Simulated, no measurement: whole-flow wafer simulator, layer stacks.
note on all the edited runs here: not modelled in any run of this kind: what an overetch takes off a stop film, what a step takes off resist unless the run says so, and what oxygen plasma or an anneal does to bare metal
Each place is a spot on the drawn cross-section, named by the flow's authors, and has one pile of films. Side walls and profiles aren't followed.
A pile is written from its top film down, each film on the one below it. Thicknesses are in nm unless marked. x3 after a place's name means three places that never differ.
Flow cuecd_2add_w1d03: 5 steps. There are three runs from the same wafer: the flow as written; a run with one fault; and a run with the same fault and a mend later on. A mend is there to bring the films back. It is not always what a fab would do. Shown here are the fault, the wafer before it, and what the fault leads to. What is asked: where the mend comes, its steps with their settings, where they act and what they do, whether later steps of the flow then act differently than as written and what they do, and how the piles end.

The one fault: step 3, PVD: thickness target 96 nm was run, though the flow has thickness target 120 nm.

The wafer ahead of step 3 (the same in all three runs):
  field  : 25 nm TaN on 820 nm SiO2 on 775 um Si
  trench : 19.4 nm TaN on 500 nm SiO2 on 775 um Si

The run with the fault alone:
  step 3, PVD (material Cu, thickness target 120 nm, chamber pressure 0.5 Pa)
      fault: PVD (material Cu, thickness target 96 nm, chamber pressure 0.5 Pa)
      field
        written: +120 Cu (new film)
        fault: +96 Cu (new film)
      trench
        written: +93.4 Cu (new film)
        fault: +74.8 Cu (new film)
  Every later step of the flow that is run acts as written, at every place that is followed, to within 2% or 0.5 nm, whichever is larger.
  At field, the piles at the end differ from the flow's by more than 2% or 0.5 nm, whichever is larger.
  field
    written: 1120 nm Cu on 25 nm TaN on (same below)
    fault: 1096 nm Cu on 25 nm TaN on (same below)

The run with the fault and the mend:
  The mend follows step 3.
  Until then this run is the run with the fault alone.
  step 3a, PVD (material Cu, thickness target 24 nm, chamber pressure 0.5 Pa) (the flow's step 3 again, with other settings)
      field
        +24 Cu
      trench
        +17.9 Cu
  Every later step of the flow that is run acts as written, at every place that is followed, to within 2% or 0.5 nm, whichever is larger.
  By the end, the piles equal the flow's at every place that both follow.
